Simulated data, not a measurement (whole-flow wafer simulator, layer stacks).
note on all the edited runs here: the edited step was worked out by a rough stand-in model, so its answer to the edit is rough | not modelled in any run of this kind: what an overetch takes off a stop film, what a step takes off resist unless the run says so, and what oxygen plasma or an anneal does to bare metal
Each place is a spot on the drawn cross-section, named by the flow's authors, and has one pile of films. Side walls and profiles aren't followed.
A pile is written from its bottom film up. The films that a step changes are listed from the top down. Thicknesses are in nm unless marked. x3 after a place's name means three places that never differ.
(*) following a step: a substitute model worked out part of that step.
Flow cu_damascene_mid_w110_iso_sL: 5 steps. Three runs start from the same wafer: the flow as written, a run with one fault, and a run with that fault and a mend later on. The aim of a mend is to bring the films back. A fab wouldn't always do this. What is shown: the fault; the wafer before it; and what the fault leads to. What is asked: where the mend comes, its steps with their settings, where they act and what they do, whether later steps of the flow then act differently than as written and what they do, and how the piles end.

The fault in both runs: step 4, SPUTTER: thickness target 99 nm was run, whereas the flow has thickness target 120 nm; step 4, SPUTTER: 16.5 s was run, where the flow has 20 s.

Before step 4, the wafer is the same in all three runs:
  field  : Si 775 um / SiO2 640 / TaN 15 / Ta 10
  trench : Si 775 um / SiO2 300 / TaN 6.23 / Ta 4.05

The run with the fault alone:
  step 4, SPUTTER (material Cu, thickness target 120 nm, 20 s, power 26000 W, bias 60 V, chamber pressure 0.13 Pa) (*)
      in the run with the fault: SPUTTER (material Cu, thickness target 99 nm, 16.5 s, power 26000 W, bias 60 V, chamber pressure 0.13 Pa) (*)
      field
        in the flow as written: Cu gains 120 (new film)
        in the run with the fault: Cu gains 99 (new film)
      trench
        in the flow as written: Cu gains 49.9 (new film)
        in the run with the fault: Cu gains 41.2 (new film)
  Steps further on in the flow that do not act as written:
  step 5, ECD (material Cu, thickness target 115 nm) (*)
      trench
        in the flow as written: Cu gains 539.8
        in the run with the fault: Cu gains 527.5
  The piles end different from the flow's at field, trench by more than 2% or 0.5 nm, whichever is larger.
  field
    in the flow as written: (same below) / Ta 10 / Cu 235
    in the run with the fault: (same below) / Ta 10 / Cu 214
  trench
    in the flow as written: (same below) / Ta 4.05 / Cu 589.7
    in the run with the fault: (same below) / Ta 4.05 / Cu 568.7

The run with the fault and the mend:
  After step 4 comes the mend.
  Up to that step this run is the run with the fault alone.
  step 4a, SPUTTER (material Cu, thickness target 21 nm, 3.5 s, power 26000 W, bias 60 V, chamber pressure 0.13 Pa) (*) (the flow's step 4, run once more with other settings)
      field
        Cu gains 21
      trench
        Cu gains 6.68
  Every later step of the flow that is run acts as written, at every place that is followed, to within 2% or 0.5 nm, whichever is larger.
  At every place that both follow, the piles at the end match the flow's.
